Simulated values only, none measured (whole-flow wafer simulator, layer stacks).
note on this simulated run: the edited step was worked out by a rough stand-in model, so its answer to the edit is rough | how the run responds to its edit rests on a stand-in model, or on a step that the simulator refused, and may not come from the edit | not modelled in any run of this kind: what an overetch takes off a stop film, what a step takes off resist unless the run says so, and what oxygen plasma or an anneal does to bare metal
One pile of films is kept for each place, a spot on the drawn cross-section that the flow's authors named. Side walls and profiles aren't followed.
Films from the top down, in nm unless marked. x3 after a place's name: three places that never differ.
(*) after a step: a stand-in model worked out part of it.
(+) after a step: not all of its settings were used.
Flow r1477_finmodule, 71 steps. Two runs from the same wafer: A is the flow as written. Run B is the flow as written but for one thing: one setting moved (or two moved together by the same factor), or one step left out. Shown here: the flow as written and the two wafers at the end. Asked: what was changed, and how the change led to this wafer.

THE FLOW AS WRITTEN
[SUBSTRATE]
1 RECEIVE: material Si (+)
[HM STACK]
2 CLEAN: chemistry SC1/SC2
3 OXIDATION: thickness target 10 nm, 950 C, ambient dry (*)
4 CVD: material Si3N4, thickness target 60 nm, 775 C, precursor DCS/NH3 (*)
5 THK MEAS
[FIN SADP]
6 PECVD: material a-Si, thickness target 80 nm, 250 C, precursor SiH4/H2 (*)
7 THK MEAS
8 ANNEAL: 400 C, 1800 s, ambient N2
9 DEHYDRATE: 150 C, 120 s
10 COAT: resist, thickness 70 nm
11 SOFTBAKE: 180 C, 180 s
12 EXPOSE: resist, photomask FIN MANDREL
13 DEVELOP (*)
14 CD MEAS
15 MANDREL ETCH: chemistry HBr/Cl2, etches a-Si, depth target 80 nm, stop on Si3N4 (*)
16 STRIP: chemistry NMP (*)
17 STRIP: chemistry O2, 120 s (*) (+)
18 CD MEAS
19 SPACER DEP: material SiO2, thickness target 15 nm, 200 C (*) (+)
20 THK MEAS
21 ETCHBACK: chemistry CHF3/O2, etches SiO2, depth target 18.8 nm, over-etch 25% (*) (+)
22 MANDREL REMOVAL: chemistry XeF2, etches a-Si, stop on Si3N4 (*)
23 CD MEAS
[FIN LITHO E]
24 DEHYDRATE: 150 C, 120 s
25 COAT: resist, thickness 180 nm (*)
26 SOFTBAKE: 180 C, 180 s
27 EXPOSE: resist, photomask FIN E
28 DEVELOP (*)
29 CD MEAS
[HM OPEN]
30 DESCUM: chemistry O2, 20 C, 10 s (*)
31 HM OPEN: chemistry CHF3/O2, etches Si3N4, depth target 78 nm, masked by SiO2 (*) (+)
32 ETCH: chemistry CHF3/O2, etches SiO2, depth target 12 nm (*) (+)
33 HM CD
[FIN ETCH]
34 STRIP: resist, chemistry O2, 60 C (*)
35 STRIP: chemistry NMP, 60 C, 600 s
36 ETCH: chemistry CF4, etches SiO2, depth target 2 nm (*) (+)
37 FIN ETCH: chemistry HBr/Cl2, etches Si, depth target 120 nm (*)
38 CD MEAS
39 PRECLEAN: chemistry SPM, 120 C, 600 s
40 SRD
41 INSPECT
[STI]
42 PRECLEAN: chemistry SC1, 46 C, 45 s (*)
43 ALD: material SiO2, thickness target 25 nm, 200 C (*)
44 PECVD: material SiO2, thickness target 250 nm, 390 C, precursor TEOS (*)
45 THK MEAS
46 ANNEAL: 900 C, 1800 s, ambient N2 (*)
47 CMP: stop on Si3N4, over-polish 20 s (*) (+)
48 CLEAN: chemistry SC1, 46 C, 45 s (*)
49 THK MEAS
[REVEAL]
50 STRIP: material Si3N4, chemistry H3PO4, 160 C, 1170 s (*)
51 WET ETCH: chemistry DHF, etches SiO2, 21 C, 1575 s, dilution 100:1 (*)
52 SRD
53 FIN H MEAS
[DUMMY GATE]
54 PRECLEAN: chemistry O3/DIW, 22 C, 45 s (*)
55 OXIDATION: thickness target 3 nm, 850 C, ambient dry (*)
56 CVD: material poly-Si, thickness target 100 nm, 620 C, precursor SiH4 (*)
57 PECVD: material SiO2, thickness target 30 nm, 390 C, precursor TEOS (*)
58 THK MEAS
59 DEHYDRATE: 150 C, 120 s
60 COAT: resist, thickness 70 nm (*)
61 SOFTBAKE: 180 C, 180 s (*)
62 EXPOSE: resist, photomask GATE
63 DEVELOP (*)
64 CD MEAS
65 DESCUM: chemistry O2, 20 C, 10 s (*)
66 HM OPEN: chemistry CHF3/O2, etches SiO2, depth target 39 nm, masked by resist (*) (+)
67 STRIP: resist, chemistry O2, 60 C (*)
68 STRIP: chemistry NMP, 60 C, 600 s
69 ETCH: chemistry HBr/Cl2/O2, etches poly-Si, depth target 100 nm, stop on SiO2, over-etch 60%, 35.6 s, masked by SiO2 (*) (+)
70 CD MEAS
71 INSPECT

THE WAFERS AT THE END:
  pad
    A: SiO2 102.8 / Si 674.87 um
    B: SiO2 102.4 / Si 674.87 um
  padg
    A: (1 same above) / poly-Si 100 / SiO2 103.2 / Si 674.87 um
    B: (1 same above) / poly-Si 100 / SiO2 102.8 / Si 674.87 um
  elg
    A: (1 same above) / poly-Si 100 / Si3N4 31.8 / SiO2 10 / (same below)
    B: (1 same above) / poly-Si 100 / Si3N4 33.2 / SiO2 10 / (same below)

The cause: step 36, ETCH: depth target 0.75 nm was run, where the flow has depth target 2 nm.

How the change led to this, step by step:
  36 ETCH: chemistry CF4, etches SiO2, depth target 2 nm (*) (+)
      pad, padg, esg and 19 more: A chemical SiO2 -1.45 (all of it), Si -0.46 | B chemical SiO2 -0.75
      elg, e40lg, e100lg, e200lg, elo, e40lo, e100lo, e200lo: A Si3N4 -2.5 | B Si3N4 -0.94
      (and at 6 more places)
  37 FIN ETCH: chemistry HBr/Cl2, etches Si, depth target 120 nm (*)
      pad, padg, esg and 19 more: A Si -120 | B chemical SiO2 -0.7 (all of it), Si -120
  51 WET ETCH: chemistry DHF, etches SiO2, 21 C, 1575 s, dilution 100:1 (*)
      elg, e40lg, e100lg, e200lg, elo, e40lo, e100lo, e200lo: A SiO2 -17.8 (all of it), Si3N4 -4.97 | B SiO2 -16.3 (all of it), Si3N4 -5.1
